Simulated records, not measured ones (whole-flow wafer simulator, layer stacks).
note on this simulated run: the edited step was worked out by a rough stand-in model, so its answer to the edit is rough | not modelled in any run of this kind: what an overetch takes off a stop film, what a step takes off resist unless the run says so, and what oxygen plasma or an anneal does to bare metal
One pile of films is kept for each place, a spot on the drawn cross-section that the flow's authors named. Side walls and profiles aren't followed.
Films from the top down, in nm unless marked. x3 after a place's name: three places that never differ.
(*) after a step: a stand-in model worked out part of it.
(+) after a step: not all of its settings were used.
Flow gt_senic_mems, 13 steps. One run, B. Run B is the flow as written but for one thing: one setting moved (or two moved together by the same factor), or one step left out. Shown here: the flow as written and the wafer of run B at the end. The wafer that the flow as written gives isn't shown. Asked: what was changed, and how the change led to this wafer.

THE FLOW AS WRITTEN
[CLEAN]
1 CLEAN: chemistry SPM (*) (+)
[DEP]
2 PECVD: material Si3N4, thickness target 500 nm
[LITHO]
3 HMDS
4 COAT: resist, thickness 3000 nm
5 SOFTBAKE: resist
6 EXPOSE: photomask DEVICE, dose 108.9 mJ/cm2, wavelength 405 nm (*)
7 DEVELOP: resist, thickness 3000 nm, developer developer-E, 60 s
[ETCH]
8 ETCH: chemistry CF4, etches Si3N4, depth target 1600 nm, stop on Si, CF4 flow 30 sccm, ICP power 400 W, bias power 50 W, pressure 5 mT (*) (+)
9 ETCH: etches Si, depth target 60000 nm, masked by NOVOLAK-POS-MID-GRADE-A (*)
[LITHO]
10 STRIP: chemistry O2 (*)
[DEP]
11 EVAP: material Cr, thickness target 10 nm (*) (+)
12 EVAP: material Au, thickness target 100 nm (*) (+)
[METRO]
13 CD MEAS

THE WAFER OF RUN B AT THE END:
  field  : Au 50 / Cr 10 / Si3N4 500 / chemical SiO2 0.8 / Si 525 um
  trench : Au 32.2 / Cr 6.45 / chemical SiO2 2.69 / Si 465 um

The cause: step 12, EVAP: thickness target 50 nm was run, where the flow has thickness target 100 nm.
It can be read off the wafer: field has Au 50, and step 12 as written asks for 100 nm.

How the change led to this, step by step:
  12 EVAP: material Au, thickness target 100 nm (*) (+)
      field: Au +50 (new film) (as written it would be: Au +100 (new film))
      trench: Au +32.2 (new film) (as written it would be: Au +64.1 (new film))
